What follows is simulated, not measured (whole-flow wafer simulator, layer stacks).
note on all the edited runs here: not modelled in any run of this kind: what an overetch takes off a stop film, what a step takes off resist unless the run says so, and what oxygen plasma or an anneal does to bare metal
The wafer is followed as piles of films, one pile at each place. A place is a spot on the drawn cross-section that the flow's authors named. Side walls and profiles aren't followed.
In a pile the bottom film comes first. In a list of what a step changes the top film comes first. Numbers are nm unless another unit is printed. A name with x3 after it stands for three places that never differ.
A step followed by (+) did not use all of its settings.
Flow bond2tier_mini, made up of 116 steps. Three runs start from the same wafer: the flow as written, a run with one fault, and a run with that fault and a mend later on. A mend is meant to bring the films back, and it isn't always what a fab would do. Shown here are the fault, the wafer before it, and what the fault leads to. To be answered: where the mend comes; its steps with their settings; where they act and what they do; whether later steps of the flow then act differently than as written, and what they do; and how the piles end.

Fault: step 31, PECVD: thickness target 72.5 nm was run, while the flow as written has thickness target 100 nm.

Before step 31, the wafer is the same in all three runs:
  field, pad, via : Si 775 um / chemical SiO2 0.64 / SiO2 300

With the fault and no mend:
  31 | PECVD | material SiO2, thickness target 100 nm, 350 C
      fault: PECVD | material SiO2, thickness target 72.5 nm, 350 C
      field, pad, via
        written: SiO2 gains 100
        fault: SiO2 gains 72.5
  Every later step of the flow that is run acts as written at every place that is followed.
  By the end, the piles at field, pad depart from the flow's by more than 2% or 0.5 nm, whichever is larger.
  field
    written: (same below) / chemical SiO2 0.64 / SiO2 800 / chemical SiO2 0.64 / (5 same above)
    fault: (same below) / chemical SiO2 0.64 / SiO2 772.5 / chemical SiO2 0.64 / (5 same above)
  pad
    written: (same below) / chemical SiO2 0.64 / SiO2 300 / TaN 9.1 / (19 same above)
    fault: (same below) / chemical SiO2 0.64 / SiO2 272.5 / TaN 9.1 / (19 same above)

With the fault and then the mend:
  The mend follows step 36.
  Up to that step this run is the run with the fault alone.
  36a | STRIP | chemistry O2, over-ash 100% (+)
      field
        KrF resist loses 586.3 (all of it)
  36b | PECVD | material SiO2, thickness target 27.5 nm, 350 C (a further turn of the flow's step 31, with different settings)
      field, pad, via
        SiO2 gains 27.5
  36c | COAT | KrF resist, thickness 600 nm (a further turn of the flow's step 32)
      field, pad, via
        KrF resist gains 600 (new film)
  36d | SOFTBAKE | KrF resist (a further turn of the flow's step 33)
      alters no film at any place that is followed
  36e | EXPOSE | photomask APAD, NA 0.6 (a further turn of the flow's step 34)
      alters no film at any place that is followed
  36f | PEB | KrF resist (a further turn of the flow's step 35)
      alters no film at any place that is followed
  36g | DEVELOP | developer TMAH-0.26N, 60 s (a further turn of the flow's step 36)
      pad, via
        KrF resist loses 600 (all of it)
      field
        KrF resist loses 13.7
  Every later step of the flow that is run acts as written at every place that is followed.
  The piles end the same as the flow's at every place that both follow.
